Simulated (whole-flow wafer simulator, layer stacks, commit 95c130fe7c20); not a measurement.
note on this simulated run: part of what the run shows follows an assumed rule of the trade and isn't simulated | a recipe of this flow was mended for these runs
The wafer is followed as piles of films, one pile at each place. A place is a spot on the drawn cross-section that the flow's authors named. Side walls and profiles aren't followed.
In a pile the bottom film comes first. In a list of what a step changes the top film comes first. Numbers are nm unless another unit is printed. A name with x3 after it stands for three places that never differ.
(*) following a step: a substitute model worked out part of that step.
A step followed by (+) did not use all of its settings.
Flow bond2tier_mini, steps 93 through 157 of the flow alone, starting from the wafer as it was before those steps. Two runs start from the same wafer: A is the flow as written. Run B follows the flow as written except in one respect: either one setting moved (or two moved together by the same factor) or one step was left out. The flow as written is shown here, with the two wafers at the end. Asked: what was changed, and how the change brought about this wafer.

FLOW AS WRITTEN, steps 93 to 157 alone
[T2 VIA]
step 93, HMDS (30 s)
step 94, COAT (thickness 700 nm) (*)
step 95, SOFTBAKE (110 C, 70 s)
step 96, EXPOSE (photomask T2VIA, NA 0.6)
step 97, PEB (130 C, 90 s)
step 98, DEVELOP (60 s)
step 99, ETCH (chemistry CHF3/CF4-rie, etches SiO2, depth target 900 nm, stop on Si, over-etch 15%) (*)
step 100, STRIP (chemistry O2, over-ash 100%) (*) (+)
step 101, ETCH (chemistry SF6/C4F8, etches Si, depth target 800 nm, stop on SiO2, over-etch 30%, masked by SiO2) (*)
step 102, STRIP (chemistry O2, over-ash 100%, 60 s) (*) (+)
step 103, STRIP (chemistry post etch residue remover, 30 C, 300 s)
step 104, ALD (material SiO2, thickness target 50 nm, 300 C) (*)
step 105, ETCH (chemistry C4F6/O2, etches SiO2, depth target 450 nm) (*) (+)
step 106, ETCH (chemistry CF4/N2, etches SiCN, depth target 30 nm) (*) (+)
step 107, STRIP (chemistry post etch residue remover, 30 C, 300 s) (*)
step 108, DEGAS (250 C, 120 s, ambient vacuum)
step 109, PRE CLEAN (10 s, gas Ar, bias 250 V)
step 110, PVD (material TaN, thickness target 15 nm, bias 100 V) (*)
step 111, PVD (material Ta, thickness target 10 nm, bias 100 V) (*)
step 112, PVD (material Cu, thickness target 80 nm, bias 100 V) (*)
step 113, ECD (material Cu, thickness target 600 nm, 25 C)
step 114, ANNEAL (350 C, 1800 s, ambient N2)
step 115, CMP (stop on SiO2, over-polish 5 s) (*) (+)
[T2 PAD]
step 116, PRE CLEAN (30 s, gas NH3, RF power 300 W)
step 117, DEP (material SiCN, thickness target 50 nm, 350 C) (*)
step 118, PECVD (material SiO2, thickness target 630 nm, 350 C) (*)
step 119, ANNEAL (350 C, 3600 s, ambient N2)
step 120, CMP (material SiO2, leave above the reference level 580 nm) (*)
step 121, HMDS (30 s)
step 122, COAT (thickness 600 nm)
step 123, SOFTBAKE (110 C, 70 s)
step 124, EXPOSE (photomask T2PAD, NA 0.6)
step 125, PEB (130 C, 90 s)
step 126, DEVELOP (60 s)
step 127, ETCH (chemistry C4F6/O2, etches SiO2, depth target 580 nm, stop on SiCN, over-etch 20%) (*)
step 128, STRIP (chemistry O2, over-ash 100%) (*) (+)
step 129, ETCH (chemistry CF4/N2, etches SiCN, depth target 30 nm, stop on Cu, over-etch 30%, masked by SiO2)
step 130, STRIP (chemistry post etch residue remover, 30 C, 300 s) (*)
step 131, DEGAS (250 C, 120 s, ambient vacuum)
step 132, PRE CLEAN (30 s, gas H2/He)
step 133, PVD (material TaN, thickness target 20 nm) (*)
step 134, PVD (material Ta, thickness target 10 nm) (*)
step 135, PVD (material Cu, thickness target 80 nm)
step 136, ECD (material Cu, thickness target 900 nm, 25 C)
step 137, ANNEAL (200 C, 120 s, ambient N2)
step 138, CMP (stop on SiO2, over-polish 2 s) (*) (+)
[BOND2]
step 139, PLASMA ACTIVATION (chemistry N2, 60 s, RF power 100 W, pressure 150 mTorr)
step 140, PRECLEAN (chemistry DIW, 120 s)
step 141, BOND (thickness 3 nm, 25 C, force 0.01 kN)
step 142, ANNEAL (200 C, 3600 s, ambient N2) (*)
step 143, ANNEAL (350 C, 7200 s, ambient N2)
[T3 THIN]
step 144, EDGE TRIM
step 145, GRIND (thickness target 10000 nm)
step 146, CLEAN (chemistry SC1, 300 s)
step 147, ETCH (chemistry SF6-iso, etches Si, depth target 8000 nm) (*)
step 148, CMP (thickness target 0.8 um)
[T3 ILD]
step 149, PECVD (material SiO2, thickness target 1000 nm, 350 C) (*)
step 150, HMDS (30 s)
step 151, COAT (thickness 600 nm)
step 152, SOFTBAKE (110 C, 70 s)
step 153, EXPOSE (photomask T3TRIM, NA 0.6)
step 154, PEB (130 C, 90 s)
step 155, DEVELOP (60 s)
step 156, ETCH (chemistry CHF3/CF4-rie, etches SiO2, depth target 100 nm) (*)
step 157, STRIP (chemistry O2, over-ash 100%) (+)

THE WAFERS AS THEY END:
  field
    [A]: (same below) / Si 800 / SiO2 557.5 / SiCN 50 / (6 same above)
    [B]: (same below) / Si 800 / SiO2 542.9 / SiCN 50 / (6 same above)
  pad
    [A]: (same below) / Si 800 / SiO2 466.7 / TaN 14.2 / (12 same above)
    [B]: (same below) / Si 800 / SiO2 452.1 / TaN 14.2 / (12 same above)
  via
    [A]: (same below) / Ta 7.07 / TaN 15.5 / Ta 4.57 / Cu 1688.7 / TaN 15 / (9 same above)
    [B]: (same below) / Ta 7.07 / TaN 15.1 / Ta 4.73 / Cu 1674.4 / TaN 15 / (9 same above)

What caused this: step 104, ALD: thickness target 35.4 nm was run, though the flow has thickness target 50 nm.

How this came from the change, step by step:
  step 104, ALD (material SiO2, thickness target 50 nm, 300 C) (*)
      field, pad, via: A +50 SiO2 | B +35.4 SiO2
  step 105, ETCH (chemistry C4F6/O2, etches SiO2, depth target 450 nm) (*) (+)
      via: A -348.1 SiO2 (all of it), -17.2 SiCN | B -333.5 SiO2 (all of it), -19.6 SiCN
  step 106, ETCH (chemistry CF4/N2, etches SiCN, depth target 30 nm) (*) (+)
      via: A -17.6 SiCN (all of it), -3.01 TaN | B -15.2 SiCN (all of it), -3.61 TaN
  step 112, PVD (material Cu, thickness target 80 nm, bias 100 V) (*)
      via: A +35 Cu (new film) | B +36.4 Cu (new film)
